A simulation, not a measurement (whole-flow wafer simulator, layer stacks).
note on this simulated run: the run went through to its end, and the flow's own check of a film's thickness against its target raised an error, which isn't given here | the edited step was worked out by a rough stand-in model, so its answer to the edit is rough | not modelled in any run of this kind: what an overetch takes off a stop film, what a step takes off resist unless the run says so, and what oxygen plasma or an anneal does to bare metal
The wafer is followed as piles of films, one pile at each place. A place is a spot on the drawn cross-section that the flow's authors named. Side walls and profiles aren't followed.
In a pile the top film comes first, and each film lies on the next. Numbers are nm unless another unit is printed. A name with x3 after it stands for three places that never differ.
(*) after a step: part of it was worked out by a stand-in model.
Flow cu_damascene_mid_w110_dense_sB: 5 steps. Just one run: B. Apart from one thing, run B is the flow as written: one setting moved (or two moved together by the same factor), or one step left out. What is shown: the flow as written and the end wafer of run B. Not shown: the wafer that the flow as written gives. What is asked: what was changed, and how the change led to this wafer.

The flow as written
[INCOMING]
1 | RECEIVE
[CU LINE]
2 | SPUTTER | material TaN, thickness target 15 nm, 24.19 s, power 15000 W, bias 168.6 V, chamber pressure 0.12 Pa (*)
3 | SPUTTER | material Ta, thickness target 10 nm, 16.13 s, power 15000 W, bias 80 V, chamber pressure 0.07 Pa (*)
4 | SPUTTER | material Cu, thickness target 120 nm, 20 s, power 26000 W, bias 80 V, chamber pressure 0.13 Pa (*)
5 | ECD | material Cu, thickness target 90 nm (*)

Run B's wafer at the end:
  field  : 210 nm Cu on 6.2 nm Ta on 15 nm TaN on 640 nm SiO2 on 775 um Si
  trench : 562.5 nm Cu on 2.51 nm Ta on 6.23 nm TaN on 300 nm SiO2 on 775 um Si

Cause: step 3, SPUTTER: thickness target 6.2 nm was run, though the flow has thickness target 10 nm; step 3, SPUTTER: 10.08 s was run, where the flow has 16.13 s.
The wafer itself shows it: field has Ta 6.2, and step 3 as written asks for 10 nm.

How this came from the change, step by step:
  3 | SPUTTER | material Ta, thickness target 10 nm, 16.13 s, power 15000 W, bias 80 V, chamber pressure 0.07 Pa (*)
      field: Ta gains 6.2 (new film) (in the flow as written it would be: Ta gains 10 (new film))
      trench: Ta gains 2.51 (new film) (in the flow as written it would be: Ta gains 4.05 (new film))
